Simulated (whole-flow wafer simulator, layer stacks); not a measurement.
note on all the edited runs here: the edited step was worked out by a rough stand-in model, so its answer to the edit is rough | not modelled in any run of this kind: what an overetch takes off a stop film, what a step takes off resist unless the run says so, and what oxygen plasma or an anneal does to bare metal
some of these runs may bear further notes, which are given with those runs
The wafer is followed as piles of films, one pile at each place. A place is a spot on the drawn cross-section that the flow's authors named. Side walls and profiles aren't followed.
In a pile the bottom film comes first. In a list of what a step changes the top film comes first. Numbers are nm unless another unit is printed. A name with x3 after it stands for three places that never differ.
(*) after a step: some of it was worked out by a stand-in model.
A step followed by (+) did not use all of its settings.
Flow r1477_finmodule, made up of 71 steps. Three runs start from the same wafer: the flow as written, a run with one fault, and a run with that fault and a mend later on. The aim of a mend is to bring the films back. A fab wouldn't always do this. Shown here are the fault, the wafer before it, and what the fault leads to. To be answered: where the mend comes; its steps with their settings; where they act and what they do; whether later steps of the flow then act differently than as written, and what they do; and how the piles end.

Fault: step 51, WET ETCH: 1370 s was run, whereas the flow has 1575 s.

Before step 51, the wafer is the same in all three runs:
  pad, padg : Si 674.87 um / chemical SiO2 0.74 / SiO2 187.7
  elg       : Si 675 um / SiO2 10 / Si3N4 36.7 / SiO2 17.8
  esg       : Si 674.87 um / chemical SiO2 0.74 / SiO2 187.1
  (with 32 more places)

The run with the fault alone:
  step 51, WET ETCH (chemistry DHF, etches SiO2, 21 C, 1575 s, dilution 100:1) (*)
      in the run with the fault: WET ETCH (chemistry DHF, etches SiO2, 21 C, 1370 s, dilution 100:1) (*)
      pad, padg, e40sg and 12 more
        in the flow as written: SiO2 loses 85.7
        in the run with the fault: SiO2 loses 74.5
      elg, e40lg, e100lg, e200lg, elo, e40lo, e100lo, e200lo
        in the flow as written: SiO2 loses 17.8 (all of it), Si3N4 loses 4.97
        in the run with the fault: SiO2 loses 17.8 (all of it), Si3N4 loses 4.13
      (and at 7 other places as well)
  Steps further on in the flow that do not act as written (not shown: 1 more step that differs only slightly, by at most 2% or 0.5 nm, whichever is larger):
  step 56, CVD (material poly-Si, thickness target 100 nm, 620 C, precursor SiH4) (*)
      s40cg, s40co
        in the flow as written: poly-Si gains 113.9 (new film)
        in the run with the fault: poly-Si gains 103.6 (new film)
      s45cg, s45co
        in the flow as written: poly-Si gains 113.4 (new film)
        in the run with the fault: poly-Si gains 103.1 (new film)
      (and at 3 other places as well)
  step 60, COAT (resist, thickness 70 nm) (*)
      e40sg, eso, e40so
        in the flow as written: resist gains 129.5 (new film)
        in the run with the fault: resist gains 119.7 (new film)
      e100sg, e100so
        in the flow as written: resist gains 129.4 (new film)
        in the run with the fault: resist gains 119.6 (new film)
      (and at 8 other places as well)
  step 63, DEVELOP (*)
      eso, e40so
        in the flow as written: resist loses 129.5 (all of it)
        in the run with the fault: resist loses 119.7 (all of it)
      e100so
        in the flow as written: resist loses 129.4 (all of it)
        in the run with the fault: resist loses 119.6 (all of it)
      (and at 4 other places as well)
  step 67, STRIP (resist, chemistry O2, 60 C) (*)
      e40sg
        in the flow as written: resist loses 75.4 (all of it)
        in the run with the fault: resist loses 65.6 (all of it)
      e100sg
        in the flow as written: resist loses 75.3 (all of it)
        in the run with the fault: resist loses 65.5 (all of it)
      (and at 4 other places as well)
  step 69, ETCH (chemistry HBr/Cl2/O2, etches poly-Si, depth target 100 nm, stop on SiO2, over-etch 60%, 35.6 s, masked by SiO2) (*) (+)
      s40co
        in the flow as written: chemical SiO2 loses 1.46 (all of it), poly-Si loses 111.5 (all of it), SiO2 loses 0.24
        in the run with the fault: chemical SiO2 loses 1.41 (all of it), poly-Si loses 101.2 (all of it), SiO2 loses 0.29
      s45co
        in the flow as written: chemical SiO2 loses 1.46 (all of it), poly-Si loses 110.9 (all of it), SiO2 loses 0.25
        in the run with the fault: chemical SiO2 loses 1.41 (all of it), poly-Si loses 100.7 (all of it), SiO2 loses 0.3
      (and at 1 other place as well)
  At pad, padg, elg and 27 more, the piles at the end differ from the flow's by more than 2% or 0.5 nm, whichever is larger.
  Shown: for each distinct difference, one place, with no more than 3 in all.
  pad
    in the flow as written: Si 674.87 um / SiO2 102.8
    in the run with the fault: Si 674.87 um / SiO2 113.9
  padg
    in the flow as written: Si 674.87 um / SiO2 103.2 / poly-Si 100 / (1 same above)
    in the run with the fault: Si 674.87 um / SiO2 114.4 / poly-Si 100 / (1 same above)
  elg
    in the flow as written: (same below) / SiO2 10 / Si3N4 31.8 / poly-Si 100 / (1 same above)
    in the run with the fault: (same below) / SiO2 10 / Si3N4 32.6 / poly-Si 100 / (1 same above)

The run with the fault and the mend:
  After step 51 comes the mend.
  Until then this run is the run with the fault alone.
  step 51a, WET ETCH (chemistry DHF, etches SiO2, 21 C, 205 s, dilution 100:1) (*) (the flow's step 51, run once more with other settings)
      pad, padg, e40sg and 12 more
        SiO2 loses 11.2
      elg, e40lg, e100lg, e200lg, elo, e40lo, e100lo, e200lo
        Si3N4 loses 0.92
      esg, s40cg, s45cg, s50cg, s40co, s45co, s50co
        SiO2 loses 10.3
  Every later step of the flow that is run acts as written, at every place that is followed, to within 2% or 0.5 nm, whichever is larger.
  The piles end only slightly different from the flow's at the places that both follow, by no more than 2% or 0.5 nm, whichever is larger.
